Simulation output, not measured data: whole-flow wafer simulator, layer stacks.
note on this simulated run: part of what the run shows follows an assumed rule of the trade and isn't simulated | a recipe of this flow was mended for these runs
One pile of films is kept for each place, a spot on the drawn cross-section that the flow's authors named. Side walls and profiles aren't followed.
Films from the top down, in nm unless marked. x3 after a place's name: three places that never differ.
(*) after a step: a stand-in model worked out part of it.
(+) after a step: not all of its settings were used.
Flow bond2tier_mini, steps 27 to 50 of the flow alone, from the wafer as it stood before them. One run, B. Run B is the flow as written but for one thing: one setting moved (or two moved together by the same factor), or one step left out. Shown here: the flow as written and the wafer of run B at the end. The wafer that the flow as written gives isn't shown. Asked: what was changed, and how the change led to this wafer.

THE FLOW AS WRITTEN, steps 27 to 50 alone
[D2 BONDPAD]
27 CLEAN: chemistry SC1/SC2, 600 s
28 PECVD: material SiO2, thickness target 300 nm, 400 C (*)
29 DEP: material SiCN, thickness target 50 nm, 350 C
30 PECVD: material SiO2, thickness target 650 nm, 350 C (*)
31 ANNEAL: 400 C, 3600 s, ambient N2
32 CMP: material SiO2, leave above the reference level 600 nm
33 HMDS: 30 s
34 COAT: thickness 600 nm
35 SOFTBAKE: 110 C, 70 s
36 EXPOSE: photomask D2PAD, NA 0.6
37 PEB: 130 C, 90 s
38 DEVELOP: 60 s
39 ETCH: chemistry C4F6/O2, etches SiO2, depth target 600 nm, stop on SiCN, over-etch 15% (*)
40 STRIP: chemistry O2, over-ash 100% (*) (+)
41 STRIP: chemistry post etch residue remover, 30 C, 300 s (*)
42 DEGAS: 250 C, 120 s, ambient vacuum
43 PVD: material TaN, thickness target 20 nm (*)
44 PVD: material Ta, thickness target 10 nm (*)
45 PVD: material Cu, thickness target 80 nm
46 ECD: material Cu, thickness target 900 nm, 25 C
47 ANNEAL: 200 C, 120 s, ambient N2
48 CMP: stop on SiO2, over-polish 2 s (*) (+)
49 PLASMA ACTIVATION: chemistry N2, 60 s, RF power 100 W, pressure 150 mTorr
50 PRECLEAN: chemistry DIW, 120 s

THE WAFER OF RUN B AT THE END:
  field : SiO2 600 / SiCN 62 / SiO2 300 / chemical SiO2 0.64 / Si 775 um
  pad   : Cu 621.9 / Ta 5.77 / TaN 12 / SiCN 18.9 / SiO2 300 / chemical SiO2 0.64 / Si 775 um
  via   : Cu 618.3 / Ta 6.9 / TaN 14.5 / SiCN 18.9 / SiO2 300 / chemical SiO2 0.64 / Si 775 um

The cause: step 29, DEP: thickness target 62 nm was run, where the flow has thickness target 50 nm; step 39, ETCH: depth target 744 nm was run, where the flow has depth target 600 nm.
It can be read off the wafer: field has SiCN 62, and step 29 as written asks for 50 nm.

How the change led to this, step by step:
  29 DEP: material SiCN, thickness target 50 nm, 350 C
      field, pad, via: SiCN +62 (new film) (as written it would be: SiCN +50 (new film))
  39 ETCH: chemistry C4F6/O2, etches SiO2, depth target 600 nm, stop on SiCN, over-etch 15% (*)
      pad, via: SiO2 -600 (all of it), SiCN -43.1 (as written it would be: SiO2 -600 (all of it), SiCN -15.2)
      field: thick-KrF-resist -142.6 (as written it would be: thick-KrF-resist -115)
  40 STRIP: chemistry O2, over-ash 100% (*) (+)
      field: thick-KrF-resist -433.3 (all of it) (as written it would be: thick-KrF-resist -460.9 (all of it))
  45 PVD: material Cu, thickness target 80 nm
      via: Cu +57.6 (new film) (as written it would be: Cu +59 (new film))
